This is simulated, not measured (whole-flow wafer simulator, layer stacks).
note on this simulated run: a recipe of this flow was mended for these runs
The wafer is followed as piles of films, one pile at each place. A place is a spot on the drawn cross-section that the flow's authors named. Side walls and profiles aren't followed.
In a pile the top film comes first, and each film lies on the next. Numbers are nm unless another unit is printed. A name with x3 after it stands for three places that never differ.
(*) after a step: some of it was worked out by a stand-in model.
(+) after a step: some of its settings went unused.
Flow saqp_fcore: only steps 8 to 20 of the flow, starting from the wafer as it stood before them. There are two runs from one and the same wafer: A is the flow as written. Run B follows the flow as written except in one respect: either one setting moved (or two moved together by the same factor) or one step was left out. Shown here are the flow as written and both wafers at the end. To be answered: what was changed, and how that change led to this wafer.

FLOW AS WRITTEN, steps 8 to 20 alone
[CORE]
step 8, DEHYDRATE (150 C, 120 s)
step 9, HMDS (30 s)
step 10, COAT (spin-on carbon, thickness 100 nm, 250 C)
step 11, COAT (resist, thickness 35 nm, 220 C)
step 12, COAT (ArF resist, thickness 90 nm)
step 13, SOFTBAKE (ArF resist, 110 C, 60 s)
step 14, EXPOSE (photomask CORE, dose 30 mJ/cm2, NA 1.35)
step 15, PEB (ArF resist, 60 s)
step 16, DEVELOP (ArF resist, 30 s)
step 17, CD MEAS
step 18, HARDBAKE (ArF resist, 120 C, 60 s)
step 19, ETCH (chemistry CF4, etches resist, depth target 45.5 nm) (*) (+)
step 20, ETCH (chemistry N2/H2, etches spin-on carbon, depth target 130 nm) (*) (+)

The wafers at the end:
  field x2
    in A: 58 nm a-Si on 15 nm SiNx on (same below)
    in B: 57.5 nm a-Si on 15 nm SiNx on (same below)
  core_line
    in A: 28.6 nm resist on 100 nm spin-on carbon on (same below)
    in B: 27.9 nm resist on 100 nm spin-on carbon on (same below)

Cause: step 20, ETCH: depth target 140.6 nm was run, while the flow as written has depth target 130 nm.

Step by step, how the change led to this:
  step 20, ETCH (chemistry N2/H2, etches spin-on carbon, depth target 130 nm) (*) (+)
      field x2: A spin-on carbon loses 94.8 (all of it), a-Si loses 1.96 | B spin-on carbon loses 94.8 (all of it), a-Si loses 2.55
      core_line: A ArF resist loses 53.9 (all of it), resist loses 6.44 | B ArF resist loses 53.9 (all of it), resist loses 7.14
